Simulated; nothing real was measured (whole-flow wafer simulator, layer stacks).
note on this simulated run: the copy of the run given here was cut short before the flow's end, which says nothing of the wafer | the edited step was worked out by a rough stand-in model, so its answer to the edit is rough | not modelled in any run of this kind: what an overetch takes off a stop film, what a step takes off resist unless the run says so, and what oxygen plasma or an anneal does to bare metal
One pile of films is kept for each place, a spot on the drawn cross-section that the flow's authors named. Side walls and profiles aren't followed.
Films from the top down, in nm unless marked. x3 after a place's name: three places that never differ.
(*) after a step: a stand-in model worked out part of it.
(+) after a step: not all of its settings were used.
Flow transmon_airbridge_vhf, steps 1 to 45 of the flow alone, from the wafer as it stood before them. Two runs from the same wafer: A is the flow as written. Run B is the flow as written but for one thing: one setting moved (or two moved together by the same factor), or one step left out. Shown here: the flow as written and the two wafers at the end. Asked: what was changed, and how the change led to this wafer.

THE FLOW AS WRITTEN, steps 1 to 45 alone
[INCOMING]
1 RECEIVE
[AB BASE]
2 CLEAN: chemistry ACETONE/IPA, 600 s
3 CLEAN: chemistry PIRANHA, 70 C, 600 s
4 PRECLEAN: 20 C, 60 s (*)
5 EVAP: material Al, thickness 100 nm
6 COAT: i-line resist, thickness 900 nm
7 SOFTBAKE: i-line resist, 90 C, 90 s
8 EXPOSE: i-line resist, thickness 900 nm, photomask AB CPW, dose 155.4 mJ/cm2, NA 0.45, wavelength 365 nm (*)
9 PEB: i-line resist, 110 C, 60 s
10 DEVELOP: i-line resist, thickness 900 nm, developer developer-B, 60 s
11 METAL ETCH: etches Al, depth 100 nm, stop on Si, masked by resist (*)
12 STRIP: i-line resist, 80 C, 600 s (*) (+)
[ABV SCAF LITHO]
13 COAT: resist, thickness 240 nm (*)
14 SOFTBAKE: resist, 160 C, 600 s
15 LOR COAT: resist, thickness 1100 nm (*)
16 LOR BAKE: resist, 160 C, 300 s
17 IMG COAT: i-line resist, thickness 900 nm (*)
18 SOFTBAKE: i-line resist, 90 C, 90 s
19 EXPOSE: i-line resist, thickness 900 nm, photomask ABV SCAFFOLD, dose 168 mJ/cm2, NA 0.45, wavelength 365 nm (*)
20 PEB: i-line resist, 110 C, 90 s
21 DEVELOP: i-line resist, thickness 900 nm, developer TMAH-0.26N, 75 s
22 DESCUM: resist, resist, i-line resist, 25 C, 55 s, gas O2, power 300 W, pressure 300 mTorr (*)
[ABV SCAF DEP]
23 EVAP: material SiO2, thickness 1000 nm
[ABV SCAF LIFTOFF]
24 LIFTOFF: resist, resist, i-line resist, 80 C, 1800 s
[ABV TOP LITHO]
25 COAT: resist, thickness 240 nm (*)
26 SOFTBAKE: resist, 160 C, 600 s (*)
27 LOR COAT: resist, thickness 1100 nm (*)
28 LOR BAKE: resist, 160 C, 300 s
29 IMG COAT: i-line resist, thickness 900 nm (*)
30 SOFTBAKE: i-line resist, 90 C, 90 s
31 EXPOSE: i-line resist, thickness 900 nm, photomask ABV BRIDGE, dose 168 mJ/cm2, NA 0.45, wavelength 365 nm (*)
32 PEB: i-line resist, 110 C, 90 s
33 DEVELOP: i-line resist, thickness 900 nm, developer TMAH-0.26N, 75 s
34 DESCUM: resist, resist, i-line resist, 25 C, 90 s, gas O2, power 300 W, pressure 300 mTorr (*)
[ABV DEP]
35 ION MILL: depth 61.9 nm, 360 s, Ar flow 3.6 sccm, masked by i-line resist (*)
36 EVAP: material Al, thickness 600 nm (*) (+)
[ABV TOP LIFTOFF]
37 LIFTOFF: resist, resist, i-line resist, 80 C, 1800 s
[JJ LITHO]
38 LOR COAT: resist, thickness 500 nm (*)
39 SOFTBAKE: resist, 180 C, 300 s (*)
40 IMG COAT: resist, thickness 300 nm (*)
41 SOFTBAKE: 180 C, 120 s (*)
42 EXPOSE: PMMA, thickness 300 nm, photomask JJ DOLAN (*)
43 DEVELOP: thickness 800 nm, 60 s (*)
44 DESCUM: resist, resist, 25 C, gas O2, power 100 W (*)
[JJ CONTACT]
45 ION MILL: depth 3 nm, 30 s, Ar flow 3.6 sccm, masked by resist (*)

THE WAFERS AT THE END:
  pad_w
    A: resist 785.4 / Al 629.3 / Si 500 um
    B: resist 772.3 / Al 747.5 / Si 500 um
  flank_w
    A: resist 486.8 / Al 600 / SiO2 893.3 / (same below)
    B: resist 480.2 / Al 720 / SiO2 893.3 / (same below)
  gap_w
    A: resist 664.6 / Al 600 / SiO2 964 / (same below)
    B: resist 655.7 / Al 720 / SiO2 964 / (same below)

The cause: step 36, EVAP: thickness 720 nm was run, where the flow has thickness 600 nm.
It can be read off the wafer: flank_w has Al 720, and step 36 as written asks for 600 nm.

How the change led to this, step by step:
  36 EVAP: material Al, thickness 600 nm (*) (+)
      field x3, jj_line, ground_far and 10 more: A Al +600 (new film) | B Al +720 (new film)
      pad_w, pad_e: A Al +591.2 | B Al +709.5
  37 LIFTOFF: resist, resist, i-line resist, 80 C, 1800 s
      field x3, jj_line, trace_open_s x2: A Al -600 (all of it), i-line resist -600 (all of it), resist -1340 (all of it) | B Al -720 (all of it), i-line resist -600 (all of it), resist -1340 (all of it)
      margin_s, margin_n: A Al -600 (all of it), i-line resist -318.3 (all of it), resist -992 (all of it) | B Al -720 (all of it), i-line resist -318.3 (all of it), resist -992 (all of it)
      (and at 1 more place)
  38 LOR COAT: resist, thickness 500 nm (*)
      margin_s, margin_n: A resist +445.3 (new film) | B resist +454.4 (new film)
      bridge_strip: A resist +356.4 (new film) | B resist +345.3 (new film)
  40 IMG COAT: resist, thickness 300 nm (*)
      bridge_strip: A resist +197.1 | B resist +190
